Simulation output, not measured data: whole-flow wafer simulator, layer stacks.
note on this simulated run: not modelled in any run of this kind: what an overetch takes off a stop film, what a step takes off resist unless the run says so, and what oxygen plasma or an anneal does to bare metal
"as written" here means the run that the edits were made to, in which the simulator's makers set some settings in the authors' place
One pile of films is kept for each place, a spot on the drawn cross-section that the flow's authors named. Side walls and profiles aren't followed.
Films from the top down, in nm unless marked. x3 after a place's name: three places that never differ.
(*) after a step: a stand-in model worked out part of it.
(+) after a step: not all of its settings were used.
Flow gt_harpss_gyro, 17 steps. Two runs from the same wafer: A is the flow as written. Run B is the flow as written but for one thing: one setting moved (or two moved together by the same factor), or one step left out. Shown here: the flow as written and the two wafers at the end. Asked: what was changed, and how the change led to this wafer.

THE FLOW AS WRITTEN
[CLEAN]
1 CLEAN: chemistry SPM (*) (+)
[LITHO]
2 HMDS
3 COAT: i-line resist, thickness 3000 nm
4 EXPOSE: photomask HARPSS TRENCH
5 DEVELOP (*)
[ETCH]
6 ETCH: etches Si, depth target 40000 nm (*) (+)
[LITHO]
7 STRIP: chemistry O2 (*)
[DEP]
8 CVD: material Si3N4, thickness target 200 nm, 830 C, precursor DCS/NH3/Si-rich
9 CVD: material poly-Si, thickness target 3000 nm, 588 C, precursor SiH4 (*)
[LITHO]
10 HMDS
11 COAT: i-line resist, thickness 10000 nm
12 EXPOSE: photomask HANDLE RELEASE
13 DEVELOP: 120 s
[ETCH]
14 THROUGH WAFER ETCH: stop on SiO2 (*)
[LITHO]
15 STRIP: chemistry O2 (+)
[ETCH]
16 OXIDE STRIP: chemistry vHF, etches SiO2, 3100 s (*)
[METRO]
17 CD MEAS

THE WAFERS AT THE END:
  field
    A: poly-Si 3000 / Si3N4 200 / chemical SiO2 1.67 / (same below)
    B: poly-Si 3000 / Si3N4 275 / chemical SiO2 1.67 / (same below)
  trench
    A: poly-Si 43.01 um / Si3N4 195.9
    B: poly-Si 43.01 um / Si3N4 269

The cause: step 8, CVD: thickness target 275 nm was run, where the flow has thickness target 200 nm.
It can be read off the wafer: field has Si3N4 275, and step 8 as written asks for 200 nm.

How the change led to this, step by step:
  8 CVD: material Si3N4, thickness target 200 nm, 830 C, precursor DCS/NH3/Si-rich
      field: A Si3N4 +200 (new film) | B Si3N4 +275 (new film)
      trench: A Si3N4 +195.9 (new film) | B Si3N4 +269 (new film)
